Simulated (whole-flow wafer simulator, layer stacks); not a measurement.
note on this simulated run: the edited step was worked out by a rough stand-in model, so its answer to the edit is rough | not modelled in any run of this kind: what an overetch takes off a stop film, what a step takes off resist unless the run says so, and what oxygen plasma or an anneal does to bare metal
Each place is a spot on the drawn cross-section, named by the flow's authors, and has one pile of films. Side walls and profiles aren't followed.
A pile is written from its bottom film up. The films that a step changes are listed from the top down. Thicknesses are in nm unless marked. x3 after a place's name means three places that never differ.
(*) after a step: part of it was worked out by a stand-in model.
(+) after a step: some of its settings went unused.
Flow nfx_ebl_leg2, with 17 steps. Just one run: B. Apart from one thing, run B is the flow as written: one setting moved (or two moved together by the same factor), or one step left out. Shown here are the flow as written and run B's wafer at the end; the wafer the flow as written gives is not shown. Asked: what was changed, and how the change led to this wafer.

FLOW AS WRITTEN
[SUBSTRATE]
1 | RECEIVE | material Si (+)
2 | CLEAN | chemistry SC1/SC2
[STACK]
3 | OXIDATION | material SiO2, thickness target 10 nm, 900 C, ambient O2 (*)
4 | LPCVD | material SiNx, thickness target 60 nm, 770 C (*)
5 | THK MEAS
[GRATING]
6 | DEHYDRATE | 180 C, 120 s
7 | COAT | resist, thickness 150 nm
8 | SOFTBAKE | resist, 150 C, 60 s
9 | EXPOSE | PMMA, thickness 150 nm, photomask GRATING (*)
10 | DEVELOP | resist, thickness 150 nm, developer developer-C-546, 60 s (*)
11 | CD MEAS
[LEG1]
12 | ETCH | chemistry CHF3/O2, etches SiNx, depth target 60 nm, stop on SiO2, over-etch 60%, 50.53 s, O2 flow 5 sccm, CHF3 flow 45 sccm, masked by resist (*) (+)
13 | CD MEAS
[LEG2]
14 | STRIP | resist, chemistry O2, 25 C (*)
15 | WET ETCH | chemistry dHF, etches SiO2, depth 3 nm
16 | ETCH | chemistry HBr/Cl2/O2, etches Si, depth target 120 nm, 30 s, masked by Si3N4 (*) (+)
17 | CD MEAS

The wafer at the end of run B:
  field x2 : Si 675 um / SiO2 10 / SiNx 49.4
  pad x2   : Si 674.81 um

Cause: step 16, ETCH: depth target 186 nm was run, though the flow has depth target 120 nm; step 16, ETCH: 46.5 s was run, where the flow has 30 s.

How this came from the change, step by step:
  16 | ETCH | chemistry HBr/Cl2/O2, etches Si, depth target 120 nm, 30 s, masked by Si3N4 (*) (+)
      field x2: SiNx loses 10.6 (it would be, as written: SiNx loses 6.82)
      pad x2: Si loses 186 (it would be, as written: Si loses 120)
